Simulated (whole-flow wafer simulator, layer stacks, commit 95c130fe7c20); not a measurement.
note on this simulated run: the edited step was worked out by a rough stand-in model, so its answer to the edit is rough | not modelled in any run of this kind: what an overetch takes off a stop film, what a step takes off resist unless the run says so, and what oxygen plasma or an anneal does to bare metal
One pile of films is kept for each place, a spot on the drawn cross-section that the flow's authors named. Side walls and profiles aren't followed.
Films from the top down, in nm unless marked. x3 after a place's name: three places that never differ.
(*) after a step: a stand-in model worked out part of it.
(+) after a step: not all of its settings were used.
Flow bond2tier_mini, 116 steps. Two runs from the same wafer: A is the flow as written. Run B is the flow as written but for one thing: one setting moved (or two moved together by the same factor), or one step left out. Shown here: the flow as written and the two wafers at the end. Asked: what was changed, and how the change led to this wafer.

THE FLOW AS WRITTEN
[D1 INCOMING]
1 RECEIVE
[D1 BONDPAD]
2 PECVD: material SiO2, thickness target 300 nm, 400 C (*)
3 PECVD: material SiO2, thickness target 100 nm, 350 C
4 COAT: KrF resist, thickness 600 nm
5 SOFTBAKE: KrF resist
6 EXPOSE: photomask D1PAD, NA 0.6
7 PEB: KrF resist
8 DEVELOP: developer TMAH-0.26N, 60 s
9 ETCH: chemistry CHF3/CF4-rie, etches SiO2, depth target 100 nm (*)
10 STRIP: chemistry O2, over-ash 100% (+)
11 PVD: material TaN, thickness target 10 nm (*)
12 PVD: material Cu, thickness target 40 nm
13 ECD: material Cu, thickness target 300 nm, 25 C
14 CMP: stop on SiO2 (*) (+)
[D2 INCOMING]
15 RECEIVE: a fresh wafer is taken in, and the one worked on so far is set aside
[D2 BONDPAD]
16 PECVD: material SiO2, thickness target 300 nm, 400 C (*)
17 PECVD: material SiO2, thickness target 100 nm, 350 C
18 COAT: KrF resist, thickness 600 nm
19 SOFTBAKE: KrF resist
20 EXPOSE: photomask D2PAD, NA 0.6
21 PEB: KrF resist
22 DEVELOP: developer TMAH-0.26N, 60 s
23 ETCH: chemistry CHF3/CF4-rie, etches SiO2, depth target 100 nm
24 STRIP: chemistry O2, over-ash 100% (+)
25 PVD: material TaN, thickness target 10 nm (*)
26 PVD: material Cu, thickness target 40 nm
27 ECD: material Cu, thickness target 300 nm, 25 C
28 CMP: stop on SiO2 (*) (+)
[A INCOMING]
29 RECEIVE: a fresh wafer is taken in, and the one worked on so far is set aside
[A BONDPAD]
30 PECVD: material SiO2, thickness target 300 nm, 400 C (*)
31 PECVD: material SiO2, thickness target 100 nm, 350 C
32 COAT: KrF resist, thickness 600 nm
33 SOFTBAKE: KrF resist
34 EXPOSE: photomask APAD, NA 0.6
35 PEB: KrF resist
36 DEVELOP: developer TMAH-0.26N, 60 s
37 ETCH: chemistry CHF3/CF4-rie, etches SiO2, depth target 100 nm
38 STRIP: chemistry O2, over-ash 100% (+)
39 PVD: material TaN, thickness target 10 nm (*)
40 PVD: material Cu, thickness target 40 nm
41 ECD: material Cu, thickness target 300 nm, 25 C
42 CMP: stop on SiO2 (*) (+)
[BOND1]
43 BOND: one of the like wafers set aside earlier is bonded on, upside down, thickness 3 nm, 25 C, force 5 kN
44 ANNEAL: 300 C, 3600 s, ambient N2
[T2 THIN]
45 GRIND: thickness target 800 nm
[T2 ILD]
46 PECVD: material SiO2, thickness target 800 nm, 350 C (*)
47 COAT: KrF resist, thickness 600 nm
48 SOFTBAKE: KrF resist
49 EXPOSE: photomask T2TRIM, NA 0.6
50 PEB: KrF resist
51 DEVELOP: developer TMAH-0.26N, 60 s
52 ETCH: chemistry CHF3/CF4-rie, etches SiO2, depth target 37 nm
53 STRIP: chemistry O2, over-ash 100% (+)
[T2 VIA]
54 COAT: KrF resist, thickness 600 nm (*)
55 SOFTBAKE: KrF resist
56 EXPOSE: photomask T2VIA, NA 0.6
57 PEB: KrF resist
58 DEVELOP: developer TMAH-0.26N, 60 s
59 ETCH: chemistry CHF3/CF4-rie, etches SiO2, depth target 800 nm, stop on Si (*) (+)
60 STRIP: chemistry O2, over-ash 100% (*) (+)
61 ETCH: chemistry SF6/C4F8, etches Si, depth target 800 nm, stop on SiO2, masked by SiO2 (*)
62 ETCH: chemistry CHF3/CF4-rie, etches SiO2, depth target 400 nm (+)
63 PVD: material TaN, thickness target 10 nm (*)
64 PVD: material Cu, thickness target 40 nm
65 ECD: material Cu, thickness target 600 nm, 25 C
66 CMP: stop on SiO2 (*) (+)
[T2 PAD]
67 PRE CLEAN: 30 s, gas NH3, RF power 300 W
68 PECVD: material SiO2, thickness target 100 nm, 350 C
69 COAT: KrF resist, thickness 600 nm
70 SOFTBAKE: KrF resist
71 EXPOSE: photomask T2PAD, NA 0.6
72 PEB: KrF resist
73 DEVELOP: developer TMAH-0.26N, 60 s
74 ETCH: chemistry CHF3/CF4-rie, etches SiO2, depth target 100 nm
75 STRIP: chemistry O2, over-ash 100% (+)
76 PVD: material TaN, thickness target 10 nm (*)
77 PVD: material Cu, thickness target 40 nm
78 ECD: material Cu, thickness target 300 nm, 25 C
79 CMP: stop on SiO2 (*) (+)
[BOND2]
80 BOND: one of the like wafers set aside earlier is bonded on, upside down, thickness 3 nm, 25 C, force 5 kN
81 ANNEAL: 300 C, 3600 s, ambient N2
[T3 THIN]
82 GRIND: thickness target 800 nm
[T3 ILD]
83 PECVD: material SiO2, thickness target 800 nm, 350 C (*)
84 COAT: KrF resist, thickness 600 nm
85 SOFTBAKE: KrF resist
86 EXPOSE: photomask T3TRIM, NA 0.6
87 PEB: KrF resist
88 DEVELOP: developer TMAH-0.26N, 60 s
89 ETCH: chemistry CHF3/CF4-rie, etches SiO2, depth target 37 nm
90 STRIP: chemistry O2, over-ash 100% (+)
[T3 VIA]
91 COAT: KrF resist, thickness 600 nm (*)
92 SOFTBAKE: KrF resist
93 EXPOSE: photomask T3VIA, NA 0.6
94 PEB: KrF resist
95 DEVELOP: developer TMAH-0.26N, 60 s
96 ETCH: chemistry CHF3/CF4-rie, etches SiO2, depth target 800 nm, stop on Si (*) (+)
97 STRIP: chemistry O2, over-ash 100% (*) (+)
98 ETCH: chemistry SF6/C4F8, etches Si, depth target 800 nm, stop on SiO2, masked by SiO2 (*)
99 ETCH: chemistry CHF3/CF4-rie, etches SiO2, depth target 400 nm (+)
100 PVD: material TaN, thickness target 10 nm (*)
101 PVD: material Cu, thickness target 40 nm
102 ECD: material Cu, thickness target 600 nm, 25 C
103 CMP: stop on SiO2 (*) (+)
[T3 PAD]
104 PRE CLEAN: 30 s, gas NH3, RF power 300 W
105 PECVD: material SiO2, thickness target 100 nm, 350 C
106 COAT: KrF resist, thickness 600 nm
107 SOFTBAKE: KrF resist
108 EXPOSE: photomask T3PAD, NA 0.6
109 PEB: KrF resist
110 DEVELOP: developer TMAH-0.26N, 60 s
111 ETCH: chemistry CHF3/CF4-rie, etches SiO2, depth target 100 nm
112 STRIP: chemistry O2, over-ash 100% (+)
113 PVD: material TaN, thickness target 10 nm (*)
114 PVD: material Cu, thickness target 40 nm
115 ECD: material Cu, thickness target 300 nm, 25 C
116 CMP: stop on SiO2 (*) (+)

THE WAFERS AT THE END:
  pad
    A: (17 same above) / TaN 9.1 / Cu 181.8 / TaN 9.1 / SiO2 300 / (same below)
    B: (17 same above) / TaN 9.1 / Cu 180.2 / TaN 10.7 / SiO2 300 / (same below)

The cause: step 39, PVD: thickness target 11.8 nm was run, where the flow has thickness target 10 nm.

How the change led to this, step by step:
  39 PVD: material TaN, thickness target 10 nm (*)
      field: A TaN +10 (new film) | B TaN +11.8 (new film)
      pad: A TaN +9.1 (new film) | B TaN +10.7 (new film)
      (and at 1 more place)
  42 CMP: stop on SiO2 (*) (+)
      field: A Cu -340 (all of it), TaN -10 (all of it) | B Cu -340 (all of it), TaN -11.8 (all of it)
